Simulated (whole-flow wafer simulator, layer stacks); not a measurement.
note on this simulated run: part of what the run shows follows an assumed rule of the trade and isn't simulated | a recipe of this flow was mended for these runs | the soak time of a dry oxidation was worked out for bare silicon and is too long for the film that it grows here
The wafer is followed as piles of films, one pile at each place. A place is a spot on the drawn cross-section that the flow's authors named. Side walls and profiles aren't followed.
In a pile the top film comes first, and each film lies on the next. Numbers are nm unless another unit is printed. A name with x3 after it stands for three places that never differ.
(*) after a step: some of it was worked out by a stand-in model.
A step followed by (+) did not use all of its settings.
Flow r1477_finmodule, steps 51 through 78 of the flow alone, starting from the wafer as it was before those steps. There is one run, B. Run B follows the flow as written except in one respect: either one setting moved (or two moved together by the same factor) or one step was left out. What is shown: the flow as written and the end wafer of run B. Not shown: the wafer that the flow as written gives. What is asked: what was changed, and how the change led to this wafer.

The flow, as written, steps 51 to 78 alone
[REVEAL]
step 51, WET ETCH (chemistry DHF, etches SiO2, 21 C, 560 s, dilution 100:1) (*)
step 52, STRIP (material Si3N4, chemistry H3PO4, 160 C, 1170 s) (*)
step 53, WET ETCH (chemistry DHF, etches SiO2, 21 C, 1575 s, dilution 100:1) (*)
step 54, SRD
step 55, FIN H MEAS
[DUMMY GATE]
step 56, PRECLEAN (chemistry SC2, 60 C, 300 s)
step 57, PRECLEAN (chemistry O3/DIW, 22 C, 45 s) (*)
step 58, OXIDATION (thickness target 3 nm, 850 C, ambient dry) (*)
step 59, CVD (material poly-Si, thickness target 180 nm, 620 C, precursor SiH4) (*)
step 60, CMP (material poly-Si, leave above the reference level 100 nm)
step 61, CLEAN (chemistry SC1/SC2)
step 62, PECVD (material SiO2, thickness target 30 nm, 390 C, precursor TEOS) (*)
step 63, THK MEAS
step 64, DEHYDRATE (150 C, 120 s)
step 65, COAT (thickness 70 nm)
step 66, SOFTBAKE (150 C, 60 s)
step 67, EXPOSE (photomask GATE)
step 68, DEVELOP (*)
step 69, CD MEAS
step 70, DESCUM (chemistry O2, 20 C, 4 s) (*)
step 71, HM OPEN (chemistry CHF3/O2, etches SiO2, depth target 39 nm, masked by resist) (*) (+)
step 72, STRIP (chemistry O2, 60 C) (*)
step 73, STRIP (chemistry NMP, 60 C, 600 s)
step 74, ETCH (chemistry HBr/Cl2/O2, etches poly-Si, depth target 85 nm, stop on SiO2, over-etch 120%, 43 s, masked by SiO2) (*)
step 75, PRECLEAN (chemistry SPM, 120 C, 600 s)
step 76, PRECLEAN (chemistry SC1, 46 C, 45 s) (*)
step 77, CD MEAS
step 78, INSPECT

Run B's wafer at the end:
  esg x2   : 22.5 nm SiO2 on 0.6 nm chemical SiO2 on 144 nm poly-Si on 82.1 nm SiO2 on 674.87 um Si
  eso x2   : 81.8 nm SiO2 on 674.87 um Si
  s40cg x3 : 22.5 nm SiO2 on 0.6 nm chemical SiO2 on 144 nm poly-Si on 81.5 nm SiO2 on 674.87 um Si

Cause: step 52, STRIP: 599.6 s was run, whereas the flow has 1170 s.

Step by step, how the change led to this:
  step 52, STRIP (material Si3N4, chemistry H3PO4, 160 C, 1170 s) (*)
      s40sg_line x3, s40so_line x3: -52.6 Si3N4 (it would be, as written: -55.1 Si3N4 (all of it), -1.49 SiO2)
      pad, padg, esg x2 and 18 more: -2.19 SiO2 (it would be, as written: -4.28 SiO2)
      (also at 8 further places)
  step 53, WET ETCH (chemistry DHF, etches SiO2, 21 C, 1575 s, dilution 100:1) (*)
      s40sg_line x3, s40so_line x3: -2.49 Si3N4 (all of it), -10 SiO2 (all of it) (it would be, as written: -8.51 SiO2 (all of it))
      elg x4, elo x4: -9.42 SiO2 (all of it) (it would be, as written: -7.85 SiO2 (all of it))
  step 60, CMP (material poly-Si, leave above the reference level 100 nm)
      pad, padg: -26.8 poly-Si (it would be, as written: -24.8 poly-Si)
